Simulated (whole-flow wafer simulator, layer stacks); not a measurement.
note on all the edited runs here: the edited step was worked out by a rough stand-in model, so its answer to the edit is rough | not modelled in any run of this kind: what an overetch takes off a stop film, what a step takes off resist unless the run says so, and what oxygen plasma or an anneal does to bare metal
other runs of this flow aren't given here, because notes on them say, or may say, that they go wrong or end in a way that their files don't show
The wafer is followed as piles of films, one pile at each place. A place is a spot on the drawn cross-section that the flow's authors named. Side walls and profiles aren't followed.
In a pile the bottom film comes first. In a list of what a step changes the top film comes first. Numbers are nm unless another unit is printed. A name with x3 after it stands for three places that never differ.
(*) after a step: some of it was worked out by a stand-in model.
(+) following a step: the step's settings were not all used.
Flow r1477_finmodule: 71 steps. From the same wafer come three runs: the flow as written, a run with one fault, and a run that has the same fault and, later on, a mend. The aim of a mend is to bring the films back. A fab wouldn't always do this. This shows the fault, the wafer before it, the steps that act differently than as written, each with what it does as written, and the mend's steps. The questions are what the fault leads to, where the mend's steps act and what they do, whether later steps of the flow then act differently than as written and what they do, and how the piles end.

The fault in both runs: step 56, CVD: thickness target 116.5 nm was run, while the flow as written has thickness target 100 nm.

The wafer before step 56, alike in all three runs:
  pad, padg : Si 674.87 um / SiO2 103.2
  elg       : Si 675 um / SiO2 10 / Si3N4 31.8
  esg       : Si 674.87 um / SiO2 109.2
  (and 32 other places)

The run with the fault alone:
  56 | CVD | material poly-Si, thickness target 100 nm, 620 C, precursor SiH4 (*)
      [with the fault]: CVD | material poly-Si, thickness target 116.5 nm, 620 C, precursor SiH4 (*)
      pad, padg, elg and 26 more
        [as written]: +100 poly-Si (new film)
        [with the fault]: +116.5 poly-Si (new film)
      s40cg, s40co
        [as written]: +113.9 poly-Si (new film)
        [with the fault]: +130.7 poly-Si (new film)
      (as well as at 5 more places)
  Steps later in the flow that act otherwise than as written (3 more steps, not shown, differ only slightly: by at most 2% or 0.5 nm, whichever is larger):
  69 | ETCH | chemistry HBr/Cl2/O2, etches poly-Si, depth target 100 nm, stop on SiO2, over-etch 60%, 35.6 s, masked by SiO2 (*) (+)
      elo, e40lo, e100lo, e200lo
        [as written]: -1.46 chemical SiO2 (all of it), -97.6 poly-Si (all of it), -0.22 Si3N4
        [with the fault]: -1.46 chemical SiO2 (all of it), -114.1 poly-Si (all of it)
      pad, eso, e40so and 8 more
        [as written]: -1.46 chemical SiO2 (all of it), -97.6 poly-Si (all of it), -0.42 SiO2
        [with the fault]: -1.46 chemical SiO2 (all of it), -114.1 poly-Si (all of it), -0.23 SiO2
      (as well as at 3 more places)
  At padg, elg, esg and 15 more, the piles at the end differ from the flow's by more than 2% or 0.5 nm, whichever is larger.
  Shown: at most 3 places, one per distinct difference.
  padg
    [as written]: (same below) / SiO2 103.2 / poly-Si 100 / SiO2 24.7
    [with the fault]: (same below) / SiO2 103.2 / poly-Si 116.5 / SiO2 24.7
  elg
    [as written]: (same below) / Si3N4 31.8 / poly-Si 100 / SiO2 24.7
    [with the fault]: (same below) / Si3N4 31.8 / poly-Si 116.5 / SiO2 24.7
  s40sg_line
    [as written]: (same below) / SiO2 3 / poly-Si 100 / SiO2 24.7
    [with the fault]: (same below) / SiO2 3 / poly-Si 116.5 / SiO2 24.7

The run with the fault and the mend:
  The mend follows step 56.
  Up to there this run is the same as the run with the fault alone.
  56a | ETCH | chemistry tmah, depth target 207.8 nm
      pad, padg, elg and 26 more
        -116.5 poly-Si (all of it)
      s40cg, s40co
        -130.7 poly-Si (all of it)
      s45cg, s45co
        -130.2 poly-Si (all of it)
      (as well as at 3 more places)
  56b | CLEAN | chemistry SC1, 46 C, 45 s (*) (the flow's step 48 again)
      s40sg_line, s45sg_line, s50sg_line, s40so_line, s45so_line, s50so_line
        -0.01 SiO2
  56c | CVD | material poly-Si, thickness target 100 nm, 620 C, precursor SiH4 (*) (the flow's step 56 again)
      pad, padg, elg and 26 more
        +100 poly-Si (new film)
      s40cg, s40co
        +113.9 poly-Si (new film)
      s45cg, s45co
        +113.4 poly-Si (new film)
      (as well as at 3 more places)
  Every later step of the flow that is run acts as written, at every place that is followed, to within 2% or 0.5 nm, whichever is larger.
  When the end is reached, the piles differ only a little from the flow's at the places that both follow, at most by 2% or 0.5 nm, whichever is larger.
